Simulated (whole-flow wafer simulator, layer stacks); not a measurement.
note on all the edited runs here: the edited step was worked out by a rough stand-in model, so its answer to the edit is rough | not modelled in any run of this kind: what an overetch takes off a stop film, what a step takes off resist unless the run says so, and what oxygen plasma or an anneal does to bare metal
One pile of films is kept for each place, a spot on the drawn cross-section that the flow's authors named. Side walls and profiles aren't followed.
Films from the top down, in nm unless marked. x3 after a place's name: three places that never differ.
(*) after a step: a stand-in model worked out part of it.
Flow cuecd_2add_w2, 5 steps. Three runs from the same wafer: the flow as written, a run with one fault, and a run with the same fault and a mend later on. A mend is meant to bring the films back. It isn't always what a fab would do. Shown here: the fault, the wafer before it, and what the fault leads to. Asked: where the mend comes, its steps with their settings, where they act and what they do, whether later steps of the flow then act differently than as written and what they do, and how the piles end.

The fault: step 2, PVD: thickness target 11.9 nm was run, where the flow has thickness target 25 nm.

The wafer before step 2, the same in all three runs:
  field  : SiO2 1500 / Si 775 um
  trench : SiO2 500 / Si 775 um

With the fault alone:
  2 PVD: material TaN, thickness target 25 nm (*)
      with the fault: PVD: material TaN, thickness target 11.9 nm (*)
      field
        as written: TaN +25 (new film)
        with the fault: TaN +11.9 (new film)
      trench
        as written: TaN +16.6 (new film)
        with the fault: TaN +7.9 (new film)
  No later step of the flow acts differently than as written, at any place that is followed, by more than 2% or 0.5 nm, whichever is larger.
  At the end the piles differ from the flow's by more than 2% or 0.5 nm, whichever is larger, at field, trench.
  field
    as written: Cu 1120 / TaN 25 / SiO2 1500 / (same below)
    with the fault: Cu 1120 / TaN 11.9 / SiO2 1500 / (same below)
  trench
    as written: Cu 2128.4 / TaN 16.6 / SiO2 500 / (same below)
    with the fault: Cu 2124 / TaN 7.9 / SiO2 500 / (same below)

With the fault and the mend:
  The mend comes after step 2.
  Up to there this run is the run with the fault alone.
  2a PVD: material TaN, thickness target 13.1 nm (*) (the flow's step 2 once more, with other settings)
      field
        TaN +13.1
      trench
        TaN +8.66
  No later step of the flow acts differently than as written at any place that is followed.
  At the end the piles are the same as the flow's at every place that both follow.
